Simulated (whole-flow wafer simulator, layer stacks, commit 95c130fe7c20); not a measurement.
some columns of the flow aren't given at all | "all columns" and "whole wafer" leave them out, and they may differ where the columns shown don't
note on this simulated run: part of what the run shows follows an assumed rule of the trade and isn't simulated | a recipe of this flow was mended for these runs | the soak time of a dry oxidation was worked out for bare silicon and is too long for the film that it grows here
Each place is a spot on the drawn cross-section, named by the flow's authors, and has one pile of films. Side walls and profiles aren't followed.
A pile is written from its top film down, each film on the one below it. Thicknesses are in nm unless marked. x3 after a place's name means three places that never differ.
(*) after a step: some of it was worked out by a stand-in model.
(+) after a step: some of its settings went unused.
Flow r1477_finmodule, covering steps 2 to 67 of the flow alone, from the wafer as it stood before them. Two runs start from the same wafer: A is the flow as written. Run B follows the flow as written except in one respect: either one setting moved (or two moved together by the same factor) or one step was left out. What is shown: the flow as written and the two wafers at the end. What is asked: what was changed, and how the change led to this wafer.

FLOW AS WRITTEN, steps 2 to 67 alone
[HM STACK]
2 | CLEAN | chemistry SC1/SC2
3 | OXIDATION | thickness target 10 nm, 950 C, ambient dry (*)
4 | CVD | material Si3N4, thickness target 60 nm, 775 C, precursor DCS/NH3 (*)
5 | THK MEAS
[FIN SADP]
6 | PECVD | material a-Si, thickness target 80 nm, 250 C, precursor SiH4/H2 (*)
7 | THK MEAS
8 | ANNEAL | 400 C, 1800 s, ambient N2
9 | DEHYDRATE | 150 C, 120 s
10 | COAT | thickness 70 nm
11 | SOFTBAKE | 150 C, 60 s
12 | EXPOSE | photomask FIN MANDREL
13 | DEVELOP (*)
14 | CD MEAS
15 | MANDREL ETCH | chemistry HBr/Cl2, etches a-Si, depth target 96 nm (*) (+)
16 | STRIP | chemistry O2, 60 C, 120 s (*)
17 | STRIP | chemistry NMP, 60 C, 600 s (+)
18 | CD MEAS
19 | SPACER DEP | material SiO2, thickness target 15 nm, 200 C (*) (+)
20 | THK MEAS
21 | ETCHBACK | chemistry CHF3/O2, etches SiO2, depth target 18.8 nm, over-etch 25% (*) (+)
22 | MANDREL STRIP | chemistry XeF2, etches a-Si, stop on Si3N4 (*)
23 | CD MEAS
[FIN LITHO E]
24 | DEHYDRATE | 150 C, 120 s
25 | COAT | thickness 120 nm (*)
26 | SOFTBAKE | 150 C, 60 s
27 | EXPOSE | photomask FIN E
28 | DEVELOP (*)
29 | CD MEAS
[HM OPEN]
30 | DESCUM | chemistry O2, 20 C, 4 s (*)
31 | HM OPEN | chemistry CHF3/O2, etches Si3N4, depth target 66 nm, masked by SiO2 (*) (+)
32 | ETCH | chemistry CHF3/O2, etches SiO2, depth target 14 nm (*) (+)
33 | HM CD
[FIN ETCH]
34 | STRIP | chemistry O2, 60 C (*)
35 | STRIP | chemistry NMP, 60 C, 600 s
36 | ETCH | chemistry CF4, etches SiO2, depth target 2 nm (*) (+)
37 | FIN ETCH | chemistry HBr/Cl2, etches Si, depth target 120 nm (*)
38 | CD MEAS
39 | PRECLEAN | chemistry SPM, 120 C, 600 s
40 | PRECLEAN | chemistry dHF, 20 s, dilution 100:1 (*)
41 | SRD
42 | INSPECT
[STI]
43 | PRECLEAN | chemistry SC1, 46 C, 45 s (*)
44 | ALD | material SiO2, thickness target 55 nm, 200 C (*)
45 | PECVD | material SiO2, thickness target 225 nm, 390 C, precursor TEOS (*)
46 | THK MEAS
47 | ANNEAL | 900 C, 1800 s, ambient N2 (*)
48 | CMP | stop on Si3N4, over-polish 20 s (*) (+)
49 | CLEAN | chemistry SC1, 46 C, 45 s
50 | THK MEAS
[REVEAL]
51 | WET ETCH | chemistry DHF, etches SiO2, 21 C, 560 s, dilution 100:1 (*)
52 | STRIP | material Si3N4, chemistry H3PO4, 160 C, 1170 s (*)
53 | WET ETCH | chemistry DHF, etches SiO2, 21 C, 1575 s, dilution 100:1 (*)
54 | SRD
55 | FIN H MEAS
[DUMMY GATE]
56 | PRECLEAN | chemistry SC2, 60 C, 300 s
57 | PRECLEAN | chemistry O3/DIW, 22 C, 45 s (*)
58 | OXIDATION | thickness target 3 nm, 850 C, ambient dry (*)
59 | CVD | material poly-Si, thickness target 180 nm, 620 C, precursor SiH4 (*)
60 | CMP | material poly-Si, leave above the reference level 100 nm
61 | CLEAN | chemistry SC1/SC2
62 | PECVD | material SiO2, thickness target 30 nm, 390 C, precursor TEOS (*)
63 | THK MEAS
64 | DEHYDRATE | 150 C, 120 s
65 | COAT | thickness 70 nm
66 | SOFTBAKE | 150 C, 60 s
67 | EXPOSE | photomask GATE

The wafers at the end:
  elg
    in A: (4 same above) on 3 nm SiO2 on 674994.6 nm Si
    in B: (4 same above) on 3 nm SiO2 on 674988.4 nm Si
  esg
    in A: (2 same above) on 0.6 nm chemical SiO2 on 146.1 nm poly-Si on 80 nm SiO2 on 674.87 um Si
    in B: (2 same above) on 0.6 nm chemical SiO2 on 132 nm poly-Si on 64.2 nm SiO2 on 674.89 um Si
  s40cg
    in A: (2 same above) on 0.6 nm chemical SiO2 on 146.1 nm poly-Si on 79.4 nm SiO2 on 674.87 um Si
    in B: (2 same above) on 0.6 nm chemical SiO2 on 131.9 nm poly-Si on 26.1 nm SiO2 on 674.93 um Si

What caused this: step 3, OXIDATION: thickness target 24 nm was run, though the flow has thickness target 10 nm.

How this came from the change, step by step:
  3 | OXIDATION | thickness target 10 nm, 950 C, ambient dry (*)
      pad, padg, elg and 33 more: A +10 SiO2 (new film), -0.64 chemical SiO2 (all of it), -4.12 Si | B +24 SiO2 (new film), -0.64 chemical SiO2 (all of it), -10.3 Si
  32 | ETCH | chemistry CHF3/O2, etches SiO2, depth target 14 nm (*) (+)
      pad, padg, esg and 13 more: A -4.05 SiO2 (all of it), -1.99 Si | B -14 SiO2
      s40cg, s45cg, s50cg, s40co, s45co, s50co: A -7 SiO2 (all of it), -1.4 Si | B -14 SiO2
  34 | STRIP | chemistry O2, 60 C (*)
      pad, padg, esg and 19 more: A +1.2 chemical SiO2 (new film), -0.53 Si | B nothing
  36 | ETCH | chemistry CF4, etches SiO2, depth target 2 nm (*) (+)
      pad, padg, esg and 19 more: A -1.2 chemical SiO2 (all of it), -0.67 Si | B -2 SiO2
  37 | FIN ETCH | chemistry HBr/Cl2, etches Si, depth target 120 nm (*)
      pad, padg, esg and 13 more: A -120 Si | B -2.05 SiO2 (all of it), -93.4 Si
      s40cg, s45cg, s50cg, s40co, s45co, s50co: A -120 Si | B -5 SiO2 (all of it), -55 Si
  44 | ALD | material SiO2, thickness target 55 nm, 200 C (*)
      esg, e40sg, e100sg, e200sg, eso, e40so, e100so, e200so: A +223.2 SiO2 (new film) | B +207.4 SiO2 (new film)
      s40cg, s45cg, s50cg, s40co, s45co, s50co: A +263.2 SiO2 (new film) | B +209.6 SiO2 (new film)
      (and at 6 other places as well)
  48 | CMP | stop on Si3N4, over-polish 20 s (*) (+)
      pad, padg: A -79.4 SiO2 | B -95.2 SiO2
  53 | WET ETCH | chemistry DHF, etches SiO2, 21 C, 1575 s, dilution 100:1 (*)
      elg, e40lg, e100lg, e200lg, elo, e40lo, e100lo, e200lo: A -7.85 SiO2 (all of it) | B -21.9 SiO2 (all of it)
      s40sg_line, s45sg_line, s50sg_line, s40so_line, s45so_line, s50so_line: A -8.51 SiO2 (all of it) | B -22.5 SiO2 (all of it)
  59 | CVD | material poly-Si, thickness target 180 nm, 620 C, precursor SiH4 (*)
      esg, e40sg, e100sg and 9 more: A +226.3 poly-Si (new film) | B +212.3 poly-Si (new film)
      s40cg, s45cg, s50cg, s40co, s45co, s50co: A +226.3 poly-Si (new film) | B +212.2 poly-Si (new film)
      (and at 2 other places as well)
  60 | CMP | material poly-Si, leave above the reference level 100 nm
      pad, padg: A -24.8 poly-Si | B -38.9 poly-Si
